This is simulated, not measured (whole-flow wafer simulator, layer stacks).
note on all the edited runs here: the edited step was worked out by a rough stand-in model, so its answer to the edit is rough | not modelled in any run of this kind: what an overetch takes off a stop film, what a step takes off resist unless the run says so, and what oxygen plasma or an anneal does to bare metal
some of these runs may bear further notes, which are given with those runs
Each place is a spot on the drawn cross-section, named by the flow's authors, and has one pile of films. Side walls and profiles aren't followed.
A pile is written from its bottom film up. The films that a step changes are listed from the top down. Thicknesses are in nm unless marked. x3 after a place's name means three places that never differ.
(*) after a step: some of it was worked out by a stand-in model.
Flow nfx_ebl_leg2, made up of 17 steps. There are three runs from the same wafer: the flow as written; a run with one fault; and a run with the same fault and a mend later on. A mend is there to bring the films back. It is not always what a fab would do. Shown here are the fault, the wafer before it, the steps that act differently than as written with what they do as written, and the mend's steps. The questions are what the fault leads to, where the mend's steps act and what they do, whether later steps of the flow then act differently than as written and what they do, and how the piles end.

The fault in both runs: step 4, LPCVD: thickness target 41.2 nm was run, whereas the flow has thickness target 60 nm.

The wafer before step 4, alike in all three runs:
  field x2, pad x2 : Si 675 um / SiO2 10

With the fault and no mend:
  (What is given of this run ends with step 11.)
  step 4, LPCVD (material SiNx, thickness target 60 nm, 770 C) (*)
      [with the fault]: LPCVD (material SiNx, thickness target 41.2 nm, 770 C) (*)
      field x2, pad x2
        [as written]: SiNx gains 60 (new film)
        [with the fault]: SiNx gains 41.2 (new film)
  Every later step of the flow up to step 11 that is run acts as written at every place that is followed.
  The piles after step 11 differ from the flow's at field x2, pad x2 by more than 2% or 0.5 nm, whichever is larger.
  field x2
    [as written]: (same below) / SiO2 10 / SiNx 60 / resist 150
    [with the fault]: (same below) / SiO2 10 / SiNx 41.2 / resist 150
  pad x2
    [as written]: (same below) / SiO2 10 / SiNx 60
    [with the fault]: (same below) / SiO2 10 / SiNx 41.2

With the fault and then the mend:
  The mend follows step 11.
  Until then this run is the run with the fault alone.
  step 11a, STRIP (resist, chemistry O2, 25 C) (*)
      field x2
        resist loses 150 (all of it)
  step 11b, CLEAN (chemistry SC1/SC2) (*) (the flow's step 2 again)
      alters no film at any place that is followed
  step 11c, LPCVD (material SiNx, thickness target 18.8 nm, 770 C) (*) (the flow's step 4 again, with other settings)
      field x2, pad x2
        SiNx gains 18.8
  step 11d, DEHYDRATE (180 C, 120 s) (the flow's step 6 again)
      alters no film at any place that is followed
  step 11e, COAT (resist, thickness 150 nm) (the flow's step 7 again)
      field x2, pad x2
        resist gains 150 (new film)
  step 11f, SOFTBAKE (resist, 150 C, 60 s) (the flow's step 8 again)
      alters no film at any place that is followed
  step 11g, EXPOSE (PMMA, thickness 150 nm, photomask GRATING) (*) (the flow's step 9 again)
      alters no film at any place that is followed
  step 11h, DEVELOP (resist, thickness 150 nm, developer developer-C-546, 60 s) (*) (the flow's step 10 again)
      pad x2
        resist loses 150 (all of it)
  Every later step of the flow that is run acts as written at every place that is followed.
  At every place that both follow, the piles at the end match the flow's.
